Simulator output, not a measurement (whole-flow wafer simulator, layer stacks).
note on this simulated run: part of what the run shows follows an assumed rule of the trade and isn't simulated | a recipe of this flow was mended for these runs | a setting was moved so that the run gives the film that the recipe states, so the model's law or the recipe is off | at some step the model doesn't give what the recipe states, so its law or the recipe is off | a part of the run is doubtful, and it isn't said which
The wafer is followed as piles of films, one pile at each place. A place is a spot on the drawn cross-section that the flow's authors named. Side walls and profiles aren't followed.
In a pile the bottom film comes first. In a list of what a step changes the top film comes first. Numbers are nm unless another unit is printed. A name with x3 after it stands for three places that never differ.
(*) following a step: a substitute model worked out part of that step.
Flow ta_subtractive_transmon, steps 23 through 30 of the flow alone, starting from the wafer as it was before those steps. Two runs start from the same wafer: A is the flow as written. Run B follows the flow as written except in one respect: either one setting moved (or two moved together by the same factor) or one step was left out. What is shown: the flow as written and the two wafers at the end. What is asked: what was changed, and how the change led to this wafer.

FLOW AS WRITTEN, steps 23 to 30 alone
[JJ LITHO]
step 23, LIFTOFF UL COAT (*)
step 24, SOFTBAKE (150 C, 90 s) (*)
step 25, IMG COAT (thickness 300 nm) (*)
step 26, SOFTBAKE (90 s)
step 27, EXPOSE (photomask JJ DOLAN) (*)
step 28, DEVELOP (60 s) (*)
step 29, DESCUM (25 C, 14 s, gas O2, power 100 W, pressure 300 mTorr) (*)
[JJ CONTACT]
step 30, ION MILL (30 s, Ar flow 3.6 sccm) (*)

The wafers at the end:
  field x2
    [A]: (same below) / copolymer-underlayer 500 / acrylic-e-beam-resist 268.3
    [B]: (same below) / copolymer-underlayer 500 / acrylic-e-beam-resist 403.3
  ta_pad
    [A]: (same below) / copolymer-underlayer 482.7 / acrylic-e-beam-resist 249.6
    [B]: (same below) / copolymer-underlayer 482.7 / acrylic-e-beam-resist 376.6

Cause: step 25, IMG COAT: thickness 435 nm was run, though the flow has thickness 300 nm.

Step by step, how the change led to this:
  step 25, IMG COAT (thickness 300 nm) (*)
      field x2, jj_line: A acrylic-e-beam-resist gains 300 (new film) | B acrylic-e-beam-resist gains 435 (new film)
      lead: A acrylic-e-beam-resist gains 312.5 (new film) | B acrylic-e-beam-resist gains 451.7 (new film)
      (and at 2 other places as well)
  step 28, DEVELOP (60 s) (*)
      jj_line: A acrylic-e-beam-resist loses 300 (all of it), copolymer-underlayer loses 500 (all of it) | B acrylic-e-beam-resist loses 435 (all of it), copolymer-underlayer loses 500 (all of it)
      lead: A acrylic-e-beam-resist loses 312.5 (all of it), copolymer-underlayer loses 554.7 (all of it) | B acrylic-e-beam-resist loses 451.7 (all of it), copolymer-underlayer loses 554.7 (all of it)
      (and at 1 other place as well)
